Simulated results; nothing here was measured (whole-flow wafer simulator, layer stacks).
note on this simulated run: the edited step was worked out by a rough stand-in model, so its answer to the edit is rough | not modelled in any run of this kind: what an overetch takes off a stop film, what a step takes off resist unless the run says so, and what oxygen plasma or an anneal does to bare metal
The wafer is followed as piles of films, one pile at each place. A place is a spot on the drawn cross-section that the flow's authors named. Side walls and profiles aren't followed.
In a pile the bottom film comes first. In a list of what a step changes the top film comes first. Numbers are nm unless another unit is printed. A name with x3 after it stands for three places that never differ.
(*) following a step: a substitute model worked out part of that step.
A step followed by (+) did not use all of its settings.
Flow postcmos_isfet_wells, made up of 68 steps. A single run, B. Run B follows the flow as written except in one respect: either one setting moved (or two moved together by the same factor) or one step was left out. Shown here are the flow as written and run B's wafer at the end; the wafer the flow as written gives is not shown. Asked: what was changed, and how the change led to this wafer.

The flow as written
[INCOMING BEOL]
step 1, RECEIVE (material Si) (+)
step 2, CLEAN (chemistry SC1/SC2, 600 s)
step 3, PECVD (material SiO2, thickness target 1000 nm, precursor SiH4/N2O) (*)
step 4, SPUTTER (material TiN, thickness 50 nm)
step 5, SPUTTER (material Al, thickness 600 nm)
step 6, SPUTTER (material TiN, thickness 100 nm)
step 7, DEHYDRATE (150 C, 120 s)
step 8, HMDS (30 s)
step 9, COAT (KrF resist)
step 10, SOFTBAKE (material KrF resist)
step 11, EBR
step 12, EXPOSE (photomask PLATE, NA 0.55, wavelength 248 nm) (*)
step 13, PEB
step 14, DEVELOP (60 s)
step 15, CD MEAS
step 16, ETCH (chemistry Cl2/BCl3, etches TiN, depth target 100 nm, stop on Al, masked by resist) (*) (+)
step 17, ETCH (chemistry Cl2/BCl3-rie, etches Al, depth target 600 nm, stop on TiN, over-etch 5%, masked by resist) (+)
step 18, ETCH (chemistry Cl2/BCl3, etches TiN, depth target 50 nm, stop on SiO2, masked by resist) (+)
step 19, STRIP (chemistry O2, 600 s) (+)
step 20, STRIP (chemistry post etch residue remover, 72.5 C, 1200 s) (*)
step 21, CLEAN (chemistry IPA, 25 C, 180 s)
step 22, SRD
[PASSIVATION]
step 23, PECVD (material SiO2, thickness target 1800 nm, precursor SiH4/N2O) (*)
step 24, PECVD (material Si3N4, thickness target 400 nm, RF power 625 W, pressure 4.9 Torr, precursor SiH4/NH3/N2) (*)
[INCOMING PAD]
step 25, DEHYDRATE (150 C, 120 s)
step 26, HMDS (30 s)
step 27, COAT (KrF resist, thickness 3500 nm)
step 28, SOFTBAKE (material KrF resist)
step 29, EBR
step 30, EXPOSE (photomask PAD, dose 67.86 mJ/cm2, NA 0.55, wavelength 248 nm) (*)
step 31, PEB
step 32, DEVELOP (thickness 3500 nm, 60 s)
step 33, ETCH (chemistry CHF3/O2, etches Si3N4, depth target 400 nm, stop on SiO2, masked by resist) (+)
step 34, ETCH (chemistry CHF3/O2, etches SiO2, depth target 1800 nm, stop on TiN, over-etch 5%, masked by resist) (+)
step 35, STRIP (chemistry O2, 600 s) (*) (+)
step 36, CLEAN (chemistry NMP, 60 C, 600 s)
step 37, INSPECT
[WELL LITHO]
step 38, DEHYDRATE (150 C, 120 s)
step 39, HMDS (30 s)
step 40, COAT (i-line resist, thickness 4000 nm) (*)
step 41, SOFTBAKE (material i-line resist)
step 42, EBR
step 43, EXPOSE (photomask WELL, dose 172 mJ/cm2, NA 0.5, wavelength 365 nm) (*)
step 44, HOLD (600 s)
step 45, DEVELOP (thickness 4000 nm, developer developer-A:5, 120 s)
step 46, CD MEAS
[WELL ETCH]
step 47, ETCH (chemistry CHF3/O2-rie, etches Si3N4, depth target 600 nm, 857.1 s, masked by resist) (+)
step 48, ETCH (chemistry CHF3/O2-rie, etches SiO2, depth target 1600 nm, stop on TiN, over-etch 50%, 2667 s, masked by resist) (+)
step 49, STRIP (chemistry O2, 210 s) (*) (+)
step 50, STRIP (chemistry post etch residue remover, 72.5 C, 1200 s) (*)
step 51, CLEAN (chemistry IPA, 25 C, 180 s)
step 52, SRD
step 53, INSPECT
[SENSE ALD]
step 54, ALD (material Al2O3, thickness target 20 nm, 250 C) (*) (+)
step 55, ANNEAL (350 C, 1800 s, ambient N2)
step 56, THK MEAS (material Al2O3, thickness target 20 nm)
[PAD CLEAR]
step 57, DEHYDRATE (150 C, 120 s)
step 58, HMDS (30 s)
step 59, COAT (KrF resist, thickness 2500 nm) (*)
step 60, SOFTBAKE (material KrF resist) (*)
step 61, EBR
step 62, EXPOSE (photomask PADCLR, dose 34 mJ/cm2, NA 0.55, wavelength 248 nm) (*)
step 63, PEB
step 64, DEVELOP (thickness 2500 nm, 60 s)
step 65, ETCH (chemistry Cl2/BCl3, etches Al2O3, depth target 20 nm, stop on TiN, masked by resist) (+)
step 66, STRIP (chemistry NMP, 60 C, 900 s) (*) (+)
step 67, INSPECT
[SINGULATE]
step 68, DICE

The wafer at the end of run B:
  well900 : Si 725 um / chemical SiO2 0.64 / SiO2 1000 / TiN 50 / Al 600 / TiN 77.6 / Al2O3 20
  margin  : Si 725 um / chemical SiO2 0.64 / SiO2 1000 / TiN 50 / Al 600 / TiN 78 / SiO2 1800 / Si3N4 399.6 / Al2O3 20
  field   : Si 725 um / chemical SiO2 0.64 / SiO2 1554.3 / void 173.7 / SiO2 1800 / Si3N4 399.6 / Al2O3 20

The reason: step 6, SPUTTER: thickness 78.4 nm was run, though the flow has thickness 100 nm; step 16, ETCH: depth target 78.4 nm was run, where the flow has depth target 100 nm.

The path from the change to this, step by step:
  step 6, SPUTTER (material TiN, thickness 100 nm)
      field, margin, well900, well1300 x3, pad_rim, pad_clr, pad_open: TiN gains 78.4 (new film) (as written it would have been: TiN gains 100 (new film))
  step 16, ETCH (chemistry Cl2/BCl3, etches TiN, depth target 100 nm, stop on Al, masked by resist) (*) (+)
      margin, well900, well1300 x3, pad_rim, pad_clr, pad_open: KrF resist loses 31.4 (as written it would have been: KrF resist loses 40)
      field: TiN loses 78.4 (all of it) (as written it would have been: TiN loses 100 (all of it))
  step 23, PECVD (material SiO2, thickness target 1800 nm, precursor SiH4/N2O) (*)
      field: SiO2 gains 1800 (new film), void gains 173.7 (new film), SiO2 gains 554.3 (as written it would have been: SiO2 gains 1800 (new film), void gains 189.9 (new film), SiO2 gains 559.7)
